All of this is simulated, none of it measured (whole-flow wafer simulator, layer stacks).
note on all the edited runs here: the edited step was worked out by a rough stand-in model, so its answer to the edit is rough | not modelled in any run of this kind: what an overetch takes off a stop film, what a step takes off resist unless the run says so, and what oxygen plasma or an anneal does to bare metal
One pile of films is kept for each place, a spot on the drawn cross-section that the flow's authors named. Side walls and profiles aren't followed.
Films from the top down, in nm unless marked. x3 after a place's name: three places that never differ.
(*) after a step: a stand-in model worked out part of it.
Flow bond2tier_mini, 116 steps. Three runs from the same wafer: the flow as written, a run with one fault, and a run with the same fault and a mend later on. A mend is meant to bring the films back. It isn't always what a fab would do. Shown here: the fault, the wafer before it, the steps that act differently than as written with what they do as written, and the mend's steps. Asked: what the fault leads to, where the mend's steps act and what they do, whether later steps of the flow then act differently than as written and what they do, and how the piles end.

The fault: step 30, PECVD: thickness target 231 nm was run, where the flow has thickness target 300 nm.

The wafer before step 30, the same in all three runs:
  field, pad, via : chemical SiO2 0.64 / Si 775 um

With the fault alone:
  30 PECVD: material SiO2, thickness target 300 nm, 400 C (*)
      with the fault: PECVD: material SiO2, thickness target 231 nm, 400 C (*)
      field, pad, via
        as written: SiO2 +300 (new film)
        with the fault: SiO2 +231 (new film)
  No later step of the flow acts differently than as written at any place that is followed.
  At the end the piles differ from the flow's by more than 2% or 0.5 nm, whichever is larger, at field, pad.
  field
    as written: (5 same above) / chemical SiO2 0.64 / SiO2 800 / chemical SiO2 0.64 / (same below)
    with the fault: (5 same above) / chemical SiO2 0.64 / SiO2 731 / chemical SiO2 0.64 / (same below)
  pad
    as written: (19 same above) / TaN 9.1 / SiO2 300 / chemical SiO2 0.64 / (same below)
    with the fault: (19 same above) / TaN 9.1 / SiO2 231 / chemical SiO2 0.64 / (same below)

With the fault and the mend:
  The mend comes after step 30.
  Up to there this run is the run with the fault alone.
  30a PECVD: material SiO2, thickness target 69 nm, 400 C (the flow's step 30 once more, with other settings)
      field, pad, via
        SiO2 +69
  No later step of the flow acts differently than as written at any place that is followed.
  At the end the piles are the same as the flow's at every place that both follow.
